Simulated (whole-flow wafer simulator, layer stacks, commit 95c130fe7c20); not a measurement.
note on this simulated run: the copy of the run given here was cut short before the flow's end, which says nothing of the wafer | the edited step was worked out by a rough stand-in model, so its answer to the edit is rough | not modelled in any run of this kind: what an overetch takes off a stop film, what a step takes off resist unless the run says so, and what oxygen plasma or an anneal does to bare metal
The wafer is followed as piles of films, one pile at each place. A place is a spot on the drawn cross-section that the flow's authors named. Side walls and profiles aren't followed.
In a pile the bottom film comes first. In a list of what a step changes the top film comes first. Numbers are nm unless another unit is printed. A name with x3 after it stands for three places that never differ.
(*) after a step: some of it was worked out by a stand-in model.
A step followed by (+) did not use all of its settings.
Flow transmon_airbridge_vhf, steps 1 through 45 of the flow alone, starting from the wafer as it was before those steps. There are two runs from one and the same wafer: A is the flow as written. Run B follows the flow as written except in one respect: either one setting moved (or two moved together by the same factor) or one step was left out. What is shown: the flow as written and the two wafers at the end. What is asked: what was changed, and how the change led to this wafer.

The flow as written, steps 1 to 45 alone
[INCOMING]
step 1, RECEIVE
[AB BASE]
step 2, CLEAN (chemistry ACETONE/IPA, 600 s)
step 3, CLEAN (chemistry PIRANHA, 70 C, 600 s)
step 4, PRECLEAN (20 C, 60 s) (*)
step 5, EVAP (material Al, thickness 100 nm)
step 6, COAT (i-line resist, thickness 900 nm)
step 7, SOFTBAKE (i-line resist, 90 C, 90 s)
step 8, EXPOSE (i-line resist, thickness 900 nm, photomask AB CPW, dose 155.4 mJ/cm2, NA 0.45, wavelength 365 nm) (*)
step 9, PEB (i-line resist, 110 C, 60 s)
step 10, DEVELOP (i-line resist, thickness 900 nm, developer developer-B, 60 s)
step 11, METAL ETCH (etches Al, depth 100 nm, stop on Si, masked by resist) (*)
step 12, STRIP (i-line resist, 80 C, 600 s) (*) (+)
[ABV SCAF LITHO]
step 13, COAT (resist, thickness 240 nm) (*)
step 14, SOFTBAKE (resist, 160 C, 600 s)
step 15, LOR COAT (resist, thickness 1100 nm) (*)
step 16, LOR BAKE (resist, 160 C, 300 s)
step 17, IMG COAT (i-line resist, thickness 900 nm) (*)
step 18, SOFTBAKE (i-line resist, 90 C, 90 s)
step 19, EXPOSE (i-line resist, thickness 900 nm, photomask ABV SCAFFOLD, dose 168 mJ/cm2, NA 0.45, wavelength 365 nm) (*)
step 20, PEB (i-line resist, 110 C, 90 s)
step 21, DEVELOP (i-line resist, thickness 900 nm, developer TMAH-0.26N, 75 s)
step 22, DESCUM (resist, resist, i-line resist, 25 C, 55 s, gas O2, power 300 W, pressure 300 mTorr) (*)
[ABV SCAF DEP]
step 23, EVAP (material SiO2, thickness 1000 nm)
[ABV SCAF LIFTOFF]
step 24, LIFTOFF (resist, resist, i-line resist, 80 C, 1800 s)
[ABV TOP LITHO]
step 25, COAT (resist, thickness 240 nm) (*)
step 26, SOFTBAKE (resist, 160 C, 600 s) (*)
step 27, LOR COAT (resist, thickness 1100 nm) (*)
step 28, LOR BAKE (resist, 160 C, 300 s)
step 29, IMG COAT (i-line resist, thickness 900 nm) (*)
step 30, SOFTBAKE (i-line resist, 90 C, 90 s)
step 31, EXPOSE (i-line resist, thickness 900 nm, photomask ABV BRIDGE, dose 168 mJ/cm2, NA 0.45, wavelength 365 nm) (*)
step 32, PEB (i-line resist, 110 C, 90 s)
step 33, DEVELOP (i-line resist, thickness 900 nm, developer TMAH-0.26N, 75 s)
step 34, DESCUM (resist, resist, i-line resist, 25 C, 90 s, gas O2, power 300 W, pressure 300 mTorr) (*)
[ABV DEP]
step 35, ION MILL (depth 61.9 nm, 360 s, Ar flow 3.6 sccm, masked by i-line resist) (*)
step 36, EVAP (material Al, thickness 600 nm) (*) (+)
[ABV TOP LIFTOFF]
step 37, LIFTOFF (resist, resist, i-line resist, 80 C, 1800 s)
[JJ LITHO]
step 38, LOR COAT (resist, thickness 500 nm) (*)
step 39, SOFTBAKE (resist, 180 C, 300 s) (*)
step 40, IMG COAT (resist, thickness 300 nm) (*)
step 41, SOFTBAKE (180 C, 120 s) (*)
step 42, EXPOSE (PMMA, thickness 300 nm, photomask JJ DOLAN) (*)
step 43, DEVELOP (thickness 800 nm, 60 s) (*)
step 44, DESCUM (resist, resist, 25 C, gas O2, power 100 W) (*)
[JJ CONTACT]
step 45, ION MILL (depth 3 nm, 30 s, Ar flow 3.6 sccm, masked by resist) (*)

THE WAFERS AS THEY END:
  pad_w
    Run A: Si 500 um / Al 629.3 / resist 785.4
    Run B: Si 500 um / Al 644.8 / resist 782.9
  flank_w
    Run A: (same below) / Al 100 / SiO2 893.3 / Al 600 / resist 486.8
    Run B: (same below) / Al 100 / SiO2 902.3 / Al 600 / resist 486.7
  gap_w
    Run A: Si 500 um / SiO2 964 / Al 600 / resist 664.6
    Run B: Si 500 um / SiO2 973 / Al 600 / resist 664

What caused this: step 35, ION MILL: depth 46.4 nm was run, while the flow as written has depth 61.9 nm; step 35, ION MILL: 270 s was run, where the flow has 360 s.

Step by step, how the change led to this:
  step 35, ION MILL (depth 61.9 nm, 360 s, Ar flow 3.6 sccm, masked by i-line resist) (*)
      field x3, jj_line, ground_far, trace_open_s x2, margin_s, margin_n: A -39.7 i-line resist | B -29.8 i-line resist
      flank_w, gap_w, cpw_trace, gap_e, flank_e, bridge_strip: A -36 SiO2 | B -27 SiO2
      (as well as at 2 more places)
  step 37, LIFTOFF (resist, resist, i-line resist, 80 C, 1800 s)
      margin_s, margin_n: A -600 Al (all of it), -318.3 i-line resist (all of it), -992 resist (all of it) | B -600 Al (all of it), -328.2 i-line resist (all of it), -992 resist (all of it)
